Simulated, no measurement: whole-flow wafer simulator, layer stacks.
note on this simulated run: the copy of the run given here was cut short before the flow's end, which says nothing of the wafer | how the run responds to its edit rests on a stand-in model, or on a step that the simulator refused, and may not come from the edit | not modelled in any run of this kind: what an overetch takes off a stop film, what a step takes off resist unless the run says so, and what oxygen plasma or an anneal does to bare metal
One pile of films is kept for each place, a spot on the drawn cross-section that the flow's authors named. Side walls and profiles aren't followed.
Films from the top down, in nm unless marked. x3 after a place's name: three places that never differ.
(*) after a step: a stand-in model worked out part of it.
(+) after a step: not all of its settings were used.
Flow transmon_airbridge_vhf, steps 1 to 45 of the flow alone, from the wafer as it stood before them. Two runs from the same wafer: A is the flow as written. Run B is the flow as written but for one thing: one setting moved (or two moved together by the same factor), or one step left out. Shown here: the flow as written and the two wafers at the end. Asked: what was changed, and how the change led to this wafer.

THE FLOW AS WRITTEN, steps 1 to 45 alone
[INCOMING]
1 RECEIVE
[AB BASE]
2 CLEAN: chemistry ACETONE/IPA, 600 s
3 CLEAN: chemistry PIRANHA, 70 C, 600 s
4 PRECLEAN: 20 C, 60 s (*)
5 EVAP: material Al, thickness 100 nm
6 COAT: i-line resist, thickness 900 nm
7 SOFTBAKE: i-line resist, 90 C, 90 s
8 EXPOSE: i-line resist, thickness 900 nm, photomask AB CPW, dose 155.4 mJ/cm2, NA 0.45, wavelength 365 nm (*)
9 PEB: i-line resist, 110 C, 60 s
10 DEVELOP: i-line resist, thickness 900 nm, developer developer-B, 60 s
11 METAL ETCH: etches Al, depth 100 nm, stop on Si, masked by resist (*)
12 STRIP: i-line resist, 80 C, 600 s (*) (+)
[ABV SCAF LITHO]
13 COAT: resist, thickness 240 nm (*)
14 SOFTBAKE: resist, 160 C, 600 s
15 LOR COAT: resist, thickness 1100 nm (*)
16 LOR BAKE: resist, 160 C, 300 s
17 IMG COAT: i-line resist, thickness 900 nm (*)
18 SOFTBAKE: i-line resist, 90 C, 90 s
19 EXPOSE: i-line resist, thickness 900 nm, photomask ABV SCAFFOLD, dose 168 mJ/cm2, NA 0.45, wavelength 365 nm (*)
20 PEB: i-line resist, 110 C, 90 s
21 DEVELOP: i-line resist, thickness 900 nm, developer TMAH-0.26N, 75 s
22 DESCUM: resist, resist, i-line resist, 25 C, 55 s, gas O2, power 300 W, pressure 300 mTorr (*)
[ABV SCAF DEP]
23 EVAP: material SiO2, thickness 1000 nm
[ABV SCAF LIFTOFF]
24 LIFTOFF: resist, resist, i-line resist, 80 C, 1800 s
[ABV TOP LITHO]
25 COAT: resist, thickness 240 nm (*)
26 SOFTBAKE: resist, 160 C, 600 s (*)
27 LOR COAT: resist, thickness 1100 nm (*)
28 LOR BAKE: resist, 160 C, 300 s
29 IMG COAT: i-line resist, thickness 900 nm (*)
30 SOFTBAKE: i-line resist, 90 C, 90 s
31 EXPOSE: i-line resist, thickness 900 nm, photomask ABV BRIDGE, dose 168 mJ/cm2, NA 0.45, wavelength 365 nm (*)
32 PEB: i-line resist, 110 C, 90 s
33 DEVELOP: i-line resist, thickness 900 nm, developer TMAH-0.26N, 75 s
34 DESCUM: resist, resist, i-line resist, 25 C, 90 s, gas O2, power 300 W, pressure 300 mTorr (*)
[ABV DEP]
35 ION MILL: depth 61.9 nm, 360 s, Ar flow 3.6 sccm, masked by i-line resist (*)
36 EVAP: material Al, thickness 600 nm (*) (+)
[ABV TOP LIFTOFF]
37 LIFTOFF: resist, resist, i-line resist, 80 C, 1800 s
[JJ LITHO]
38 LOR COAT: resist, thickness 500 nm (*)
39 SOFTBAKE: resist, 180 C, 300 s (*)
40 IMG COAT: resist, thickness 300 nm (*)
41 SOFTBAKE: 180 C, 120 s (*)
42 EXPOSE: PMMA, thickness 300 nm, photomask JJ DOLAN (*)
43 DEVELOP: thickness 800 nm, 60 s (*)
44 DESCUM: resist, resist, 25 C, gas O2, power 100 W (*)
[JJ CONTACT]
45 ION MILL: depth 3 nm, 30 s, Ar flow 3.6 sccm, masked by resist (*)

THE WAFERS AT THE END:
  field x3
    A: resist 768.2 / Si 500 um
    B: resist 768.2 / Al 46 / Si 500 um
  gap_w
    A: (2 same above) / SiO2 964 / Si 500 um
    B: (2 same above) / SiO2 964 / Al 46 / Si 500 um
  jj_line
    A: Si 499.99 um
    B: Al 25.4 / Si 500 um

The cause: step 5, EVAP: thickness 146 nm was run, where the flow has thickness 100 nm.

How the change led to this, step by step:
  5 EVAP: material Al, thickness 100 nm
      field x3, jj_line, ground_far and 12 more: A Al +100 (new film) | B Al +146 (new film)
  11 METAL ETCH: etches Al, depth 100 nm, stop on Si, masked by resist (*)
      field x3, jj_line, gap_w, gap_e: A Al -100 (all of it) | B Al -100
  45 ION MILL: depth 3 nm, 30 s, Ar flow 3.6 sccm, masked by resist (*)
      jj_line: A Si -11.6 | B Al -20.6
Counting metal films that touch as one body, field x3 has 1 body; the flow as written gives 0 bodies.
Counting metal films that touch as one body, gap_w has 2 bodies (between them, from the top down: SiO2 964); the flow as written gives 1 body.
Counting metal films that touch as one body, jj_line has 1 body; the flow as written gives 0 bodies.
